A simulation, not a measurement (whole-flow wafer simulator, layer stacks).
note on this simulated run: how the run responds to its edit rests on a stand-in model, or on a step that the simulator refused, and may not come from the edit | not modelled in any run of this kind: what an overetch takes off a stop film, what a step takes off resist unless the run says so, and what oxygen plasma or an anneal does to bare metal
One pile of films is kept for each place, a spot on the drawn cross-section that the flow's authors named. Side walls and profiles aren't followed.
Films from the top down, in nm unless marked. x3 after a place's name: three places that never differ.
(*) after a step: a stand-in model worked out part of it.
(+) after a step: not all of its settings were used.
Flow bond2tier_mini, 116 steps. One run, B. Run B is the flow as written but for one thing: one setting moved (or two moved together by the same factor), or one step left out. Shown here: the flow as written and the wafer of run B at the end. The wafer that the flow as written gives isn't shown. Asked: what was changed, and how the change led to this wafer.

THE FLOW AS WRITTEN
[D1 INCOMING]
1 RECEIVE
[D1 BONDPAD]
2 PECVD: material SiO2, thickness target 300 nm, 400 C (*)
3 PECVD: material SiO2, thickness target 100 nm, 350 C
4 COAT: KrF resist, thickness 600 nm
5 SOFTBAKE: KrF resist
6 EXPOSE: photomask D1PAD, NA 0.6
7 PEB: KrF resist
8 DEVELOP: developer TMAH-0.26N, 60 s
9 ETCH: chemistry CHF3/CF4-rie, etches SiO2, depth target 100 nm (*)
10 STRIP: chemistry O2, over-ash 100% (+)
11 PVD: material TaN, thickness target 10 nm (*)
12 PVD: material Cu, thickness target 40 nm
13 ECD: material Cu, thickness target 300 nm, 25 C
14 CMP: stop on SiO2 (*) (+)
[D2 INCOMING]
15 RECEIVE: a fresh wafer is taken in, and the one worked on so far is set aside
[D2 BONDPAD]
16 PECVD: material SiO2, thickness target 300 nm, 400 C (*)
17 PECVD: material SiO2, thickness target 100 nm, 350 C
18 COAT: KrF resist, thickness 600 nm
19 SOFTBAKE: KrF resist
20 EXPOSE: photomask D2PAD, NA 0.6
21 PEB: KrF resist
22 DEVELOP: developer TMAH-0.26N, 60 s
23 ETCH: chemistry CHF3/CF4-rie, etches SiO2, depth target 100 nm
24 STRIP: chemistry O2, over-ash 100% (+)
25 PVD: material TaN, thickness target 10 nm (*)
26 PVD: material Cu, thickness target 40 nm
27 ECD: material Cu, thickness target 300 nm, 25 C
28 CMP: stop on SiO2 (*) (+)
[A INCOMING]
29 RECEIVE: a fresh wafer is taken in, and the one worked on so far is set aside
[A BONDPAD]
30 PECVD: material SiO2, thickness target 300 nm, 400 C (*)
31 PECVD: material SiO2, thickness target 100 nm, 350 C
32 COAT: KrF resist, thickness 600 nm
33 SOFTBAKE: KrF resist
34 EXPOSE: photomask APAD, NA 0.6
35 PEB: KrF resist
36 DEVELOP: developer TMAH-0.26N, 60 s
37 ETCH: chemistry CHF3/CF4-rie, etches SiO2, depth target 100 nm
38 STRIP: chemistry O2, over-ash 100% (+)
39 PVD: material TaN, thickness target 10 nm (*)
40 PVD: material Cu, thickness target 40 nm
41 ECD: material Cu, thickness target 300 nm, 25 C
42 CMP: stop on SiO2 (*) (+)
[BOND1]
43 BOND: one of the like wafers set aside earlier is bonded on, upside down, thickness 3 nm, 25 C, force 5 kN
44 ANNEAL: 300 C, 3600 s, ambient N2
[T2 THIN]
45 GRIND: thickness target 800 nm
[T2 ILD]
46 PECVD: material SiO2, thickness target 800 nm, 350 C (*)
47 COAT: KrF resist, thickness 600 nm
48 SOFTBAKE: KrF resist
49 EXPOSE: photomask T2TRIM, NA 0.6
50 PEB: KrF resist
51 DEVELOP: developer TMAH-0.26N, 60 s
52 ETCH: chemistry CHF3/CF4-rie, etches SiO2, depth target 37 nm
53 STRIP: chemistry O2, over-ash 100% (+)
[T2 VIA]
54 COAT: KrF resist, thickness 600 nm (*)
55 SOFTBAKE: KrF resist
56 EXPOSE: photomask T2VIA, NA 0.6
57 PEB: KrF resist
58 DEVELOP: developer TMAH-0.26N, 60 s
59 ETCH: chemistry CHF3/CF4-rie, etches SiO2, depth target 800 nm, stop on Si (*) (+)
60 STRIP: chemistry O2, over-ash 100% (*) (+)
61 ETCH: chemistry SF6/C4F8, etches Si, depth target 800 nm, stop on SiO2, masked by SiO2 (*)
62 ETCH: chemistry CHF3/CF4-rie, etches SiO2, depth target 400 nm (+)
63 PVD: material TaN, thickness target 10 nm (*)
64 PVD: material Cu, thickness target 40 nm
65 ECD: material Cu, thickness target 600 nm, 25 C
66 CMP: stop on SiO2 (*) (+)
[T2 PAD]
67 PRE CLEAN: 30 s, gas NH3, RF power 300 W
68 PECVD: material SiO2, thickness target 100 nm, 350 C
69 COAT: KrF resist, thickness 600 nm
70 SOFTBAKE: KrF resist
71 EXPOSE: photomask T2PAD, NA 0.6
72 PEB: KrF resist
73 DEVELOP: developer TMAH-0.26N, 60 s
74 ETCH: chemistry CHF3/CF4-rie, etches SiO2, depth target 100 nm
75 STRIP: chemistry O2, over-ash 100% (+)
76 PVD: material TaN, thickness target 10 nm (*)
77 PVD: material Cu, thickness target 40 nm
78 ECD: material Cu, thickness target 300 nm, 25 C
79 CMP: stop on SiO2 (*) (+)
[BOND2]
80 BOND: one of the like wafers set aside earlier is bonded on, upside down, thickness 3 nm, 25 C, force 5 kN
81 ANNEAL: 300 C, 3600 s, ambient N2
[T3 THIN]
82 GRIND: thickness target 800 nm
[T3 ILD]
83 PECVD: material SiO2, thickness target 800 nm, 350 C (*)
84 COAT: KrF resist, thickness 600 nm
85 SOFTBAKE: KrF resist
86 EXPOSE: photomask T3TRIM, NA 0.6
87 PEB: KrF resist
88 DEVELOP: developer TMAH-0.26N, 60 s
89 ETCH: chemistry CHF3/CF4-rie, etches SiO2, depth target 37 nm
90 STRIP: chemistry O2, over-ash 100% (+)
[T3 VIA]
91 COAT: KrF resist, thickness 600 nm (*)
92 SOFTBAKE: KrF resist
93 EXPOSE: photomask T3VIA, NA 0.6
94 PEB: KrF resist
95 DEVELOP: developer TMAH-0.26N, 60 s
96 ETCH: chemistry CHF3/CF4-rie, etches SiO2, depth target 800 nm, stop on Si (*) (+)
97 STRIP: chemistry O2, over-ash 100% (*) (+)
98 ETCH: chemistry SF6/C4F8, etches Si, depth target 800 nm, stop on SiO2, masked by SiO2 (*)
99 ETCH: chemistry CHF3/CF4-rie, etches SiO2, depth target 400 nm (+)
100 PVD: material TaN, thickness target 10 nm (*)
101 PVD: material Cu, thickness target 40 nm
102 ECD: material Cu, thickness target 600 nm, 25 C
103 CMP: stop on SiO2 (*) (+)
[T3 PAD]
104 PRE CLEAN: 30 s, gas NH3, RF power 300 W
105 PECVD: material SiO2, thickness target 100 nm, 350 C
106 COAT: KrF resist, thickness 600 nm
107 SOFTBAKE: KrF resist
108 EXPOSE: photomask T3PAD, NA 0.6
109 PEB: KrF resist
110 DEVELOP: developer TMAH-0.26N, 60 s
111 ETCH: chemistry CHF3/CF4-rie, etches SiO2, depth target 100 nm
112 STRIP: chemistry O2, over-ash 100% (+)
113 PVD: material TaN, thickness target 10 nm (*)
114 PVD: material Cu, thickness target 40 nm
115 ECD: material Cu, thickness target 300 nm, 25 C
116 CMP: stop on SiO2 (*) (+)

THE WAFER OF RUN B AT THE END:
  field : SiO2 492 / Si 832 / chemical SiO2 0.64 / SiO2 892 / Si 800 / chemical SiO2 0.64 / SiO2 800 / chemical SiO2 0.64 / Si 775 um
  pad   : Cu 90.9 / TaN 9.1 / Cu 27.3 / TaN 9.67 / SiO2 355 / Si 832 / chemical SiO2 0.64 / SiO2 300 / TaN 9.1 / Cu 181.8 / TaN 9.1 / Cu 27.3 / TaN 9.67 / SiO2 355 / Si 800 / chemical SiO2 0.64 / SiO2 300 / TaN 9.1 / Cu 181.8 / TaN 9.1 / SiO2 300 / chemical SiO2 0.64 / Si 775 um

The cause: step 82, GRIND: thickness target 832 nm was run, where the flow has thickness target 800 nm.
It can be read off the wafer: field has Si 832, and step 82 as written asks for 800 nm.

How the change led to this, step by step:
  82 GRIND: thickness target 800 nm
      field, pad: Si -774.17 um (as written it would be: Si -774.2 um)
